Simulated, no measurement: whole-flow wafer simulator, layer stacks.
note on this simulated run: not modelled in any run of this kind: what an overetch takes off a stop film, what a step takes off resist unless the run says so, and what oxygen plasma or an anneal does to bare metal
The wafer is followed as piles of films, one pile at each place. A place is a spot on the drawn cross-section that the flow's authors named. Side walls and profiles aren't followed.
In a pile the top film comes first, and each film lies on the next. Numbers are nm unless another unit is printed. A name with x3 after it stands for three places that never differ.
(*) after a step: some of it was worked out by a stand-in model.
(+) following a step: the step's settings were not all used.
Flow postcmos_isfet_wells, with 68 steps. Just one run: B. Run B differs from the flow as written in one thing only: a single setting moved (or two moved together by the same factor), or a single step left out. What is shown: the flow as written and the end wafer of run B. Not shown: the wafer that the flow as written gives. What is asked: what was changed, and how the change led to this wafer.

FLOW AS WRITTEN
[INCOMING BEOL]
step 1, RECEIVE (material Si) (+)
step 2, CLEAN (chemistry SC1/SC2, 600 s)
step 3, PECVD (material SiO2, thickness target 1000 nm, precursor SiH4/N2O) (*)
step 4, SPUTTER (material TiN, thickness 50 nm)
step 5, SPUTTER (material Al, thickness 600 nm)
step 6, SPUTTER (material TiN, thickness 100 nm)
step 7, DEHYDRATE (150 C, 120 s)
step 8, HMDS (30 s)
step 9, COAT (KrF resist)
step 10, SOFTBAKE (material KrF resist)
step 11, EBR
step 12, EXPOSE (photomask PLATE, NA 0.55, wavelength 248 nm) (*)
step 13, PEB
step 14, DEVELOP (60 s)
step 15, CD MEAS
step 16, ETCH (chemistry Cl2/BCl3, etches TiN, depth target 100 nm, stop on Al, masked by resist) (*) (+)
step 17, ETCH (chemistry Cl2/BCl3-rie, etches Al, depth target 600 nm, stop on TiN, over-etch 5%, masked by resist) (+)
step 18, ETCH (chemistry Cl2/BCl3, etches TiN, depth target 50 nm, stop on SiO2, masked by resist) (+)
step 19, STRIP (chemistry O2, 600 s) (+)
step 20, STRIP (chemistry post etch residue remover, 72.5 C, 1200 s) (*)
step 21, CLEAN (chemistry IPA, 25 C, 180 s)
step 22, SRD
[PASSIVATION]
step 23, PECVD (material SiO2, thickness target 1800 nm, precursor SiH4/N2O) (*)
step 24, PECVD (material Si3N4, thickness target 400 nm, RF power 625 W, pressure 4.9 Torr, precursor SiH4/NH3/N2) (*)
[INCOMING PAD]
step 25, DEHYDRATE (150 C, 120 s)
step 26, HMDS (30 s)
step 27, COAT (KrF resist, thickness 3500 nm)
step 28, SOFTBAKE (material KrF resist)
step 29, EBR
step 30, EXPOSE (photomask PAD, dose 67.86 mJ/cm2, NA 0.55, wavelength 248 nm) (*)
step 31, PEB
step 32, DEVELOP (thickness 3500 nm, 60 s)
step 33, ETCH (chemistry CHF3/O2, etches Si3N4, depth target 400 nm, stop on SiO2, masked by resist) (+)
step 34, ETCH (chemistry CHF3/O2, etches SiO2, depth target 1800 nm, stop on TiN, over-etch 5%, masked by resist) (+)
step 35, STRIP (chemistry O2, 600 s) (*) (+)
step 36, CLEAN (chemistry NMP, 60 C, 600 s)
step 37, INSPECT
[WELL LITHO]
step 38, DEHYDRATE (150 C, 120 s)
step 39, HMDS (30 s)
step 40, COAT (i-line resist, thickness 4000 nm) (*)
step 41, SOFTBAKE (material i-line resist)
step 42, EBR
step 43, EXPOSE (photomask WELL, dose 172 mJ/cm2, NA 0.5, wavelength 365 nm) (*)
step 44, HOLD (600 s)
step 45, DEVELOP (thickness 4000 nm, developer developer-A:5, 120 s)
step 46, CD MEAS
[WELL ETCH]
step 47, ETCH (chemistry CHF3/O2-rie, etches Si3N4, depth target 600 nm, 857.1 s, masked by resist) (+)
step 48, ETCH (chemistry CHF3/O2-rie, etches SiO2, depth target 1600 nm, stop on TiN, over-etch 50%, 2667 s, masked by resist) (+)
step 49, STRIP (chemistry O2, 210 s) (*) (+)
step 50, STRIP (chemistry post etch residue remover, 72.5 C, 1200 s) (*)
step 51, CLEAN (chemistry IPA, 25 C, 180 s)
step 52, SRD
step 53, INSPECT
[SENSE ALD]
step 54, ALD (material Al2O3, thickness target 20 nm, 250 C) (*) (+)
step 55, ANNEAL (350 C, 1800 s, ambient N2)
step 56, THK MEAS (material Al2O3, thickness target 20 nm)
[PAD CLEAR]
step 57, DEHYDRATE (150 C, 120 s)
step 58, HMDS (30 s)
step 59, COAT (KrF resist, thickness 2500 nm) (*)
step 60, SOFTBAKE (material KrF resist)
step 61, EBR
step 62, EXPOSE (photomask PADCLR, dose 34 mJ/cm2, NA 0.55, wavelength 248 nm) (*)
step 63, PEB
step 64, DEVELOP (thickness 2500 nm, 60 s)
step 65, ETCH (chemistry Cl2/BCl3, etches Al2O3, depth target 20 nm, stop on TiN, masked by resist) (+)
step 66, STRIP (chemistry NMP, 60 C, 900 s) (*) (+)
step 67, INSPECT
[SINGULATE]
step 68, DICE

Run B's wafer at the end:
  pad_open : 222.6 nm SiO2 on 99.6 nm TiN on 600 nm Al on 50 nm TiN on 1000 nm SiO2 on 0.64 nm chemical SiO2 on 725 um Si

Cause: step 33, ETCH: depth target 188 nm was run, whereas the flow has depth target 400 nm.

The path from the change to this, step by step:
  step 33, ETCH (chemistry CHF3/O2, etches Si3N4, depth target 400 nm, stop on SiO2, masked by resist) (+)
      pad_open: -188 Si3N4 (in the flow as written it would be: -400 Si3N4 (all of it))
      field, margin, well900, well1300 x3, pad_rim, pad_clr: -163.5 KrF resist (in the flow as written it would be: -347.8 KrF resist)
  step 34, ETCH (chemistry CHF3/O2, etches SiO2, depth target 1800 nm, stop on TiN, over-etch 5%, masked by resist) (+)
      pad_open: -212 Si3N4 (all of it), -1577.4 SiO2 (in the flow as written it would be: -1800 SiO2 (all of it))
  step 35, STRIP (chemistry O2, 600 s) (*) (+)
      field, margin, well900, well1300 x3, pad_rim, pad_clr: -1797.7 KrF resist (all of it) (in the flow as written it would be: -1613.3 KrF resist (all of it))
  step 40, COAT (i-line resist, thickness 4000 nm) (*)
      pad_clr: +3326.5 i-line resist (new film) (in the flow as written it would be: +3256.8 i-line resist (new film))
  step 41, SOFTBAKE (material i-line resist)
      pad_clr: -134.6 i-line resist (in the flow as written it would be: -156.7 i-line resist)
      pad_open: +105.4 i-line resist (in the flow as written it would be: +115.3 i-line resist)
  step 49, STRIP (chemistry O2, 210 s) (*) (+)
      pad_clr: -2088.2 i-line resist (all of it) (in the flow as written it would be: -1996.5 i-line resist (all of it))
      pad_open: -3726.5 i-line resist (all of it) (in the flow as written it would be: -3816.3 i-line resist (all of it))
  step 59, COAT (KrF resist, thickness 2500 nm) (*)
      pad_rim: +2027.1 KrF resist (new film) (in the flow as written it would be: +1976.4 KrF resist (new film))
      pad_clr: +1766.5 KrF resist (new film) (in the flow as written it would be: +1691.6 KrF resist (new film))
  step 63, PEB
      pad_clr: -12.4 KrF resist (in the flow as written it would be: -11.8 KrF resist)
  step 64, DEVELOP (thickness 2500 nm, 60 s)
      pad_clr: -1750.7 KrF resist (all of it) (in the flow as written it would be: -1676 KrF resist (all of it))
  step 66, STRIP (chemistry NMP, 60 C, 900 s) (*) (+)
      pad_rim: -1973.9 KrF resist (all of it) (in the flow as written it would be: -1923.7 KrF resist (all of it))
